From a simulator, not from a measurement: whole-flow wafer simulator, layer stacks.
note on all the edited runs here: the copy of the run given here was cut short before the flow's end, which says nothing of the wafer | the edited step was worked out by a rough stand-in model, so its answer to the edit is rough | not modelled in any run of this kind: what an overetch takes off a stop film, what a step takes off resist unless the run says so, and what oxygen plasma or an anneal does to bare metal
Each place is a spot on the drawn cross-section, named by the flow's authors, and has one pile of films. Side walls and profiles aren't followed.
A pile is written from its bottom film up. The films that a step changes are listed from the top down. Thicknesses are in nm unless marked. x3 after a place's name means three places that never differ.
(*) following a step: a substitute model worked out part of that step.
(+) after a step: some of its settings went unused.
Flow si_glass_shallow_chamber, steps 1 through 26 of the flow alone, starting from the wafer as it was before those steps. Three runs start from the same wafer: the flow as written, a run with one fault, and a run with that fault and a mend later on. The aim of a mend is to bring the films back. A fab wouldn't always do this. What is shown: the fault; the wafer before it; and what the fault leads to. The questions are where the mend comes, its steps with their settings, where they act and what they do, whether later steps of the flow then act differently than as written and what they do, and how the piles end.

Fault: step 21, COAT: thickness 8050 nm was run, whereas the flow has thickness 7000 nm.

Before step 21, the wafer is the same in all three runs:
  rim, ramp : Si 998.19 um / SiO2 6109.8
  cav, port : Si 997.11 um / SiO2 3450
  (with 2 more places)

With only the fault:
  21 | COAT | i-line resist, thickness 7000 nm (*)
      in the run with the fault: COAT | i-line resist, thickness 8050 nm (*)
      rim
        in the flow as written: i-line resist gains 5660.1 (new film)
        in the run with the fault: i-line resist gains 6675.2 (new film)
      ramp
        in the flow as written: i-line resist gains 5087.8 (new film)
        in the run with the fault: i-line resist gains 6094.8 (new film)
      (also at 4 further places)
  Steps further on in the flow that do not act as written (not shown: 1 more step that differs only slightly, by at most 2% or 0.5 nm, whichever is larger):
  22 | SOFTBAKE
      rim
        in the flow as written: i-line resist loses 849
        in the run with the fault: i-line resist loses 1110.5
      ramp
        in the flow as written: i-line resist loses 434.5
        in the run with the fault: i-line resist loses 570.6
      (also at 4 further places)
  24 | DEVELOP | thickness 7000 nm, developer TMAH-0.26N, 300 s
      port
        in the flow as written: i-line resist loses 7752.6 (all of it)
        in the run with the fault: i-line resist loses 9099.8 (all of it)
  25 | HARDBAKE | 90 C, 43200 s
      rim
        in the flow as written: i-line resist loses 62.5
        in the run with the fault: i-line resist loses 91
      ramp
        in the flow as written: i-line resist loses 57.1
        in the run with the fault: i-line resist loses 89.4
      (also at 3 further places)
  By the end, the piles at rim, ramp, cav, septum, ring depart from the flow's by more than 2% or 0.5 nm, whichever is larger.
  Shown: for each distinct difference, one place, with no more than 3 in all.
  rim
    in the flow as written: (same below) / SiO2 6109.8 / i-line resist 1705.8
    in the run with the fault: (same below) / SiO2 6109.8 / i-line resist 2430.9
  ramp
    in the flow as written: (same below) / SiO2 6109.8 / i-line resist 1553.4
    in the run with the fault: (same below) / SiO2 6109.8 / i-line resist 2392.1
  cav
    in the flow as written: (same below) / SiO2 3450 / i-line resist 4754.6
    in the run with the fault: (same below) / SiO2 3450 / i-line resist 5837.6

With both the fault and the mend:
  The mend stands after step 25.
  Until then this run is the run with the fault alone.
  25a | STRIP | chemistry O2, 1800 s (+)
      rim
        i-line resist loses 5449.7 (all of it)
      ramp
        i-line resist loses 5410.8 (all of it)
      cav
        i-line resist loses 8856.3 (all of it)
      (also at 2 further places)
  25b | DEHYDRATE | 150 C, 120 s (the flow's step 19, run once more)
      alters no film at any place that is followed
  25c | HMDS | 90 s (the flow's step 20, run once more)
      alters no film at any place that is followed
  25d | COAT | i-line resist, thickness 7000 nm (*) (the flow's step 21, run once more)
      rim
        i-line resist gains 5660.1 (new film)
      ramp
        i-line resist gains 5087.8 (new film)
      cav
        i-line resist gains 7637.2 (new film)
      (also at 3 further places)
  25e | SOFTBAKE (the flow's step 22, run once more)
      rim
        i-line resist loses 849
      ramp
        i-line resist loses 434.5
      cav
        i-line resist gains 373.7
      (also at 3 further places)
  25f | EXPOSE | photomask PORT, dose 600 mJ/cm2, wavelength 365 nm (*) (the flow's step 23, run once more)
      alters no film at any place that is followed
  25g | DEVELOP | developer TMAH-0.26N, 300 s (the flow's step 24, run once more with other settings)
      rim, ramp, cav, septum, ring
        i-line resist loses 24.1
      port
        i-line resist loses 7752.6 (all of it)
  25h | HARDBAKE | 90 C, 43200 s (the flow's step 25, run once more)
      rim
        i-line resist loses 62.5
      ramp
        i-line resist loses 57.1
      cav
        i-line resist loses 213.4
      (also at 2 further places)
  None of the later steps of the flow acts differently than as written at any place that is followed.
  By the end, the piles equal the flow's at every place that both follow.
